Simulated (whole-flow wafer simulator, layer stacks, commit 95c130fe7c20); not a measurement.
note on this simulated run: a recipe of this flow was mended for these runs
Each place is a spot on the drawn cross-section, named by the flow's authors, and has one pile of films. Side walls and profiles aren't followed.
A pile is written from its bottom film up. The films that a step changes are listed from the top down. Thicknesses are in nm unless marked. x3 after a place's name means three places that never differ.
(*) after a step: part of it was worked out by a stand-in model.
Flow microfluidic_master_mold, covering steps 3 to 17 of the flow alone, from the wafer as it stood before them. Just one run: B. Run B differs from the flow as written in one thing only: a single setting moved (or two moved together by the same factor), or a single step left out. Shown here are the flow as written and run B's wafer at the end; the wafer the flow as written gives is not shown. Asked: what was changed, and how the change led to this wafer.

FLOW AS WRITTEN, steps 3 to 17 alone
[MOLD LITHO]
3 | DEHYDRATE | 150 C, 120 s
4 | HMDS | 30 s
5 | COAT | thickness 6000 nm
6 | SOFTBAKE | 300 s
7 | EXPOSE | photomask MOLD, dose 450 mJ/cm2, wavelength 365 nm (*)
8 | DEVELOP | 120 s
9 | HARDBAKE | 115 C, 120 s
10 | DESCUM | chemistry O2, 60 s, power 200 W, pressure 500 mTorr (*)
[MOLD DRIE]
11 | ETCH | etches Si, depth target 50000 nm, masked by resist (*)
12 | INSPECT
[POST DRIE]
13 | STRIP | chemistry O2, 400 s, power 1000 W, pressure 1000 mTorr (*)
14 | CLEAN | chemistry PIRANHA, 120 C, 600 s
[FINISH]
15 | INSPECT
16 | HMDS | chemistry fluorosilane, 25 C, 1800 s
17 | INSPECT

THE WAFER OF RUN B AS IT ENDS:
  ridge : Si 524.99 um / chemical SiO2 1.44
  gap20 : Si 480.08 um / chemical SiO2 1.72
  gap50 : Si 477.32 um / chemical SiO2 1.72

Cause: step 5, COAT: thickness 5325 nm was run, though the flow has thickness 6000 nm.

The path from the change to this, step by step:
  5 | COAT | thickness 6000 nm
      ridge, gap20, gap50, gap200 x2: thick-i-line-resist gains 5325 (new film) (as written it would have been: thick-i-line-resist gains 6000 (new film))
  8 | DEVELOP | 120 s
      gap20, gap50, gap200 x2: thick-i-line-resist loses 5325 (all of it) (as written it would have been: thick-i-line-resist loses 6000 (all of it))
  9 | HARDBAKE | 115 C, 120 s
      ridge: thick-i-line-resist loses 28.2 (as written it would have been: thick-i-line-resist loses 33.5)
  11 | ETCH | etches Si, depth target 50000 nm, masked by resist (*)
      gap20: chemical SiO2 loses 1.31 (all of it), Si loses 44.91 um (as written it would have been: chemical SiO2 loses 1.31 (all of it), Si loses 44.81 um)
      gap50: chemical SiO2 loses 1.31 (all of it), Si loses 47.67 um (as written it would have been: chemical SiO2 loses 1.31 (all of it), Si loses 47.62 um)
  13 | STRIP | chemistry O2, 400 s, power 1000 W, pressure 1000 mTorr (*)
      ridge: thick-i-line-resist loses 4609 (all of it), chemical SiO2 gains 0.84, Si loses 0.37 (as written it would have been: thick-i-line-resist loses 5278.7 (all of it), chemical SiO2 gains 0.78, Si loses 0.34)
